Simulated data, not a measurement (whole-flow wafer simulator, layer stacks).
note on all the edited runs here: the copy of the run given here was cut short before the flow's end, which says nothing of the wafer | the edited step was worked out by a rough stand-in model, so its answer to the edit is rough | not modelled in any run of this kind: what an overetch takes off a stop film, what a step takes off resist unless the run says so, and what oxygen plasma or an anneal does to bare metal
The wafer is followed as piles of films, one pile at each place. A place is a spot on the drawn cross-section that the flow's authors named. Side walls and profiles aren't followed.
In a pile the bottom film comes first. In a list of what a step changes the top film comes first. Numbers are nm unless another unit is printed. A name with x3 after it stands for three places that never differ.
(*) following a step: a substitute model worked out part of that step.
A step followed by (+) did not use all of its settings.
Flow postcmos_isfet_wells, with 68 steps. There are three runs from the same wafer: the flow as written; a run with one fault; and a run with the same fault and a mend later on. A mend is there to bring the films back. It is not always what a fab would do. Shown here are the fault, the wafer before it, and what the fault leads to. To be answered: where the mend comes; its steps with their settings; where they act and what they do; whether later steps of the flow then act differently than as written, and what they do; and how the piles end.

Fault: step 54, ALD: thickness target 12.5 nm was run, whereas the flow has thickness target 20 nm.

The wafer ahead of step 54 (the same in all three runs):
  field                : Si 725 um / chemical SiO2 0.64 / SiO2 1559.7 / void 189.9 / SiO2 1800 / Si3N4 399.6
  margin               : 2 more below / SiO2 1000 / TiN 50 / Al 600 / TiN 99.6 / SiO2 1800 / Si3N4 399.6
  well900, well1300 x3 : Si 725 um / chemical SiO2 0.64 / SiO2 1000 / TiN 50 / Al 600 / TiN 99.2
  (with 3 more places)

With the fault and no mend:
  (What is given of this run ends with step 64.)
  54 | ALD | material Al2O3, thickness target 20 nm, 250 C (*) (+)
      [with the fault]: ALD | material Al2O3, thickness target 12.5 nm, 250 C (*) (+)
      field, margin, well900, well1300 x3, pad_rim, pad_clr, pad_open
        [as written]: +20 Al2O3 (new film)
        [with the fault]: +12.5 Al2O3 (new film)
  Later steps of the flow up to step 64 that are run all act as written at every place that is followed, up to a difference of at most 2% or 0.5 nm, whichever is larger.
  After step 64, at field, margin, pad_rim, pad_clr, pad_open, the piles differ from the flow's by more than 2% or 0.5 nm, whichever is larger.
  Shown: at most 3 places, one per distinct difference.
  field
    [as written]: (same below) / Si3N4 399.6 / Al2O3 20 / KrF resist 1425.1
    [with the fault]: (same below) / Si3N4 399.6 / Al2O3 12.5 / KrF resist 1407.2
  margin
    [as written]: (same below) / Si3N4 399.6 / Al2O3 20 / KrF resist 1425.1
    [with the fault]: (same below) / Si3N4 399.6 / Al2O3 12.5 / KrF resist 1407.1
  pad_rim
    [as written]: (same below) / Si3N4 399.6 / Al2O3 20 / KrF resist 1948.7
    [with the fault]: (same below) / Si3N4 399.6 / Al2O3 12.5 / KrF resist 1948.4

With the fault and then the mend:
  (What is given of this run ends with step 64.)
  The mend follows step 54.
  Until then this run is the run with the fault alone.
  54a | ALD | material Al2O3, thickness target 7.5 nm, 250 C (*) (+) (a further turn of the flow's step 54, with different settings)
      field, margin, well900, well1300 x3, pad_rim, pad_clr, pad_open
        +7.5 Al2O3
  Later steps of the flow up to step 64 that are run all act as written at every place that is followed.
  Once step 64 is done, the piles equal the flow's at every place that both follow.
